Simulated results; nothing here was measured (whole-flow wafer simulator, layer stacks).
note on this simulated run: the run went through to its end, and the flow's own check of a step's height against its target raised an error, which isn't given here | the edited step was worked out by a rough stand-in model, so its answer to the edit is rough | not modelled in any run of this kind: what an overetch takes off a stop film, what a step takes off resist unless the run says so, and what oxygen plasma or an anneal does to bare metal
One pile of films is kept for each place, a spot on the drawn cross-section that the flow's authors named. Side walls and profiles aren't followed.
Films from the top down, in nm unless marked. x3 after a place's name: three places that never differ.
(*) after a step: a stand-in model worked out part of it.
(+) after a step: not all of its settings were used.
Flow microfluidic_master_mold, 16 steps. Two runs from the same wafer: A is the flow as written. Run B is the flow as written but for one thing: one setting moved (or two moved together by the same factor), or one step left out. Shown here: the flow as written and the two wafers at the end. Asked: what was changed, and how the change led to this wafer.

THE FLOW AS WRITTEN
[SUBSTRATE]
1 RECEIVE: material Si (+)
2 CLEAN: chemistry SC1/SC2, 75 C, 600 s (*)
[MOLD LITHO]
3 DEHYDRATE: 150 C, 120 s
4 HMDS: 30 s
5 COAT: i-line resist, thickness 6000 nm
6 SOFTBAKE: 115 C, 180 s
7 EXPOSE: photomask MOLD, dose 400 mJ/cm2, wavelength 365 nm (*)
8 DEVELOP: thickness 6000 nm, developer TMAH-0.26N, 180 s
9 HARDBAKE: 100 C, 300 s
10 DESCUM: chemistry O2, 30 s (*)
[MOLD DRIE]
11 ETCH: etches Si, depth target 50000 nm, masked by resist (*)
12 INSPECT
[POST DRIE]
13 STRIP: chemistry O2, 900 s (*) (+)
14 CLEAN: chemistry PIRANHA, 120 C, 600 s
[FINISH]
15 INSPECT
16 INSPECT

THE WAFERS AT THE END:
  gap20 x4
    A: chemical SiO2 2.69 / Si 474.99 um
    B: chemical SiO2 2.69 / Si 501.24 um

The cause: step 11, ETCH: depth target 23750 nm was run, where the flow has depth target 50000 nm.

How the change led to this, step by step:
  11 ETCH: etches Si, depth target 50000 nm, masked by resist (*)
      gap20 x4: A chemical SiO2 -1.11 (all of it), Si -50 um | B chemical SiO2 -1.11 (all of it), Si -23.75 um
      ridge: A i-line resist -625 | B i-line resist -296.9
  13 STRIP: chemistry O2, 900 s (*) (+)
      ridge: A i-line resist -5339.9 (all of it), chemical SiO2 +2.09, Si -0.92 | B i-line resist -5668.1 (all of it), chemical SiO2 +2.09, Si -0.92
